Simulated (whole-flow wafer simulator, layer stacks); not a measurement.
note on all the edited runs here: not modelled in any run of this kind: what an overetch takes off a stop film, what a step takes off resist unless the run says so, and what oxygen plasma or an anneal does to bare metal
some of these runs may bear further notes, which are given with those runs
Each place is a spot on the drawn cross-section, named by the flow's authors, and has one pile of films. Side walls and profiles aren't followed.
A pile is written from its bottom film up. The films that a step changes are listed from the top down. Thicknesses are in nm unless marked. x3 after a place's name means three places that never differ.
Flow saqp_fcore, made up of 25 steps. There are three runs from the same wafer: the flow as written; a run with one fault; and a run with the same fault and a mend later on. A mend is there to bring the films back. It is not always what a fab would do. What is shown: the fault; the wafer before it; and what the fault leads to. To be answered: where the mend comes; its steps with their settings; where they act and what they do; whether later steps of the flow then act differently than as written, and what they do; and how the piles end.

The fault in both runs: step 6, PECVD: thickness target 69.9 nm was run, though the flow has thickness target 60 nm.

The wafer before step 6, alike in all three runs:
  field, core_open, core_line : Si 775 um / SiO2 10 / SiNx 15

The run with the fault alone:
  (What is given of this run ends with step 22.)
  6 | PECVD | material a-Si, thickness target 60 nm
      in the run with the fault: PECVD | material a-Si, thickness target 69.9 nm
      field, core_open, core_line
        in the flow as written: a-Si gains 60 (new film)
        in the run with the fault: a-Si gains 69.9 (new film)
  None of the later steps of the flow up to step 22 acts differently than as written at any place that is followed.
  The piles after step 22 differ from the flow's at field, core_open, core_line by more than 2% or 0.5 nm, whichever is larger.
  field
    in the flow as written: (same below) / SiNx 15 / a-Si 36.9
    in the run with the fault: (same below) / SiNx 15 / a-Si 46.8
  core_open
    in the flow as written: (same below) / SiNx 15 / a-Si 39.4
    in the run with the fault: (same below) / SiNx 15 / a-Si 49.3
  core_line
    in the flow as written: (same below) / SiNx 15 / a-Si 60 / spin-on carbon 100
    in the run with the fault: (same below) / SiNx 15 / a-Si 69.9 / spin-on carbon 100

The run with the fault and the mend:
  The mend follows step 7.
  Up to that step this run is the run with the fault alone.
  7a | ETCH | chemistry tmah, depth target 80.39 nm
      field, core_open, core_line
        a-Si loses 69.9 (all of it)
  7b | PECVD | material a-Si, thickness target 60 nm (a further turn of the flow's step 6)
      field, core_open, core_line
        a-Si gains 60 (new film)
  None of the later steps of the flow acts differently than as written at any place that is followed.
  The piles end the same as the flow's at every place that both follow.
